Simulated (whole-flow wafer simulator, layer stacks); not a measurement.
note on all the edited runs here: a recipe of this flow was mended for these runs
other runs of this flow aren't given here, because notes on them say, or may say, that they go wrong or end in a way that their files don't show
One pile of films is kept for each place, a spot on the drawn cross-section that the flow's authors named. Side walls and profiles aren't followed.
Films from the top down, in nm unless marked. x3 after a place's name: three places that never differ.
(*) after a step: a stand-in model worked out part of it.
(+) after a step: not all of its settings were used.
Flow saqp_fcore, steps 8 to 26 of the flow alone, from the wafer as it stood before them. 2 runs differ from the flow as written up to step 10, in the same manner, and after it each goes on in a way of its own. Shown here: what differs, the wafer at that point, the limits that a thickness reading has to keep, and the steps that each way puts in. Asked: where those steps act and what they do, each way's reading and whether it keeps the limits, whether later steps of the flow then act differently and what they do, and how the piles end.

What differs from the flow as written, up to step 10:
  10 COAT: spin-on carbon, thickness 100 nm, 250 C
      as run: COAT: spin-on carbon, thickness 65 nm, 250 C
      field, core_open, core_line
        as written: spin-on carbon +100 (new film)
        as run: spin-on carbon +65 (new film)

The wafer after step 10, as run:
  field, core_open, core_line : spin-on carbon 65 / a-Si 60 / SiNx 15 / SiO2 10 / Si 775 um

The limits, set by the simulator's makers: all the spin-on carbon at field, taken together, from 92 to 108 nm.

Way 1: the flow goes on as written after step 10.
  The reading after step 10: 65 nm, outside the limits.
  Later steps of the flow that act differently than as written (1 more step differs only slightly, by at most 2% or 0.5 nm, whichever is larger, and isn't shown):
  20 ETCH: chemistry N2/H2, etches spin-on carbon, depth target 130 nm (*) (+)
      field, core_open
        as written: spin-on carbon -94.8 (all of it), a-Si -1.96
        this way: spin-on carbon -59.8 (all of it), a-Si -1.66
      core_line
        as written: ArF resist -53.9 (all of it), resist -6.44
        this way: ArF resist -53.9 (all of it), resist -3.75
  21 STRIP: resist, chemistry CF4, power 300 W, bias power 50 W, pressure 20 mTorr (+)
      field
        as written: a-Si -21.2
        this way: a-Si -23.2
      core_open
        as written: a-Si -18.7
        this way: a-Si -21
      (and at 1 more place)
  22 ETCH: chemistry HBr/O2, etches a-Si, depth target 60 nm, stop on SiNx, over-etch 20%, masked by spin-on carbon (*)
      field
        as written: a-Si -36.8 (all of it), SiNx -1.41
        this way: a-Si -35.1 (all of it), SiNx -1.48
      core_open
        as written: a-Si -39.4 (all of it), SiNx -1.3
        this way: a-Si -37.3 (all of it), SiNx -1.39
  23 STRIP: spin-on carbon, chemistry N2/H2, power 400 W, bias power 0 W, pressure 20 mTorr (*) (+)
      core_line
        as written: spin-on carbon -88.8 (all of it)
        this way: spin-on carbon -54.3 (all of it)
  At the end the piles differ from the flow's only slightly at the places that both follow, by at most 2% or 0.5 nm, whichever is larger.

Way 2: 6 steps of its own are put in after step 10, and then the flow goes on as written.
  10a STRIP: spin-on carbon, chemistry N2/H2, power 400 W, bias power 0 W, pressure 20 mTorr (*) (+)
      field, core_open, core_line
        spin-on carbon -65 (all of it)
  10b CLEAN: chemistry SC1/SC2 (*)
      field, core_open, core_line
        chemical SiO2 +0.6 (new film), a-Si -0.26
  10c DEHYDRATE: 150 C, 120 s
      changes no film at any place that is followed
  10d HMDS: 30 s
      changes no film at any place that is followed
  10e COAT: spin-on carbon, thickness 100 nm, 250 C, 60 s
      field, core_open, core_line
        spin-on carbon +100 (new film)
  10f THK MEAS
      changes no film at any place that is followed
  The reading after step 10f: 100 nm, within the limits.
  Later steps of the flow that act differently than as written (2 more steps differ only slightly, by at most 2% or 0.5 nm, whichever is larger, and aren't shown):
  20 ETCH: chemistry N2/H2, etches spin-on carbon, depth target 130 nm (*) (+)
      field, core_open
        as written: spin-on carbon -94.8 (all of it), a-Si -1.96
        this way: spin-on carbon -94.8 (all of it), chemical SiO2 -0.6 (all of it), a-Si -1.36
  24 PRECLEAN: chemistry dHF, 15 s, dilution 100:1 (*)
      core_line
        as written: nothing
        this way: chemical SiO2 -0.6 (all of it)
  At the end the piles differ from the flow's only slightly at the places that both follow, by at most 2% or 0.5 nm, whichever is larger.

Within the limits: way 2. Outside them: way 1.
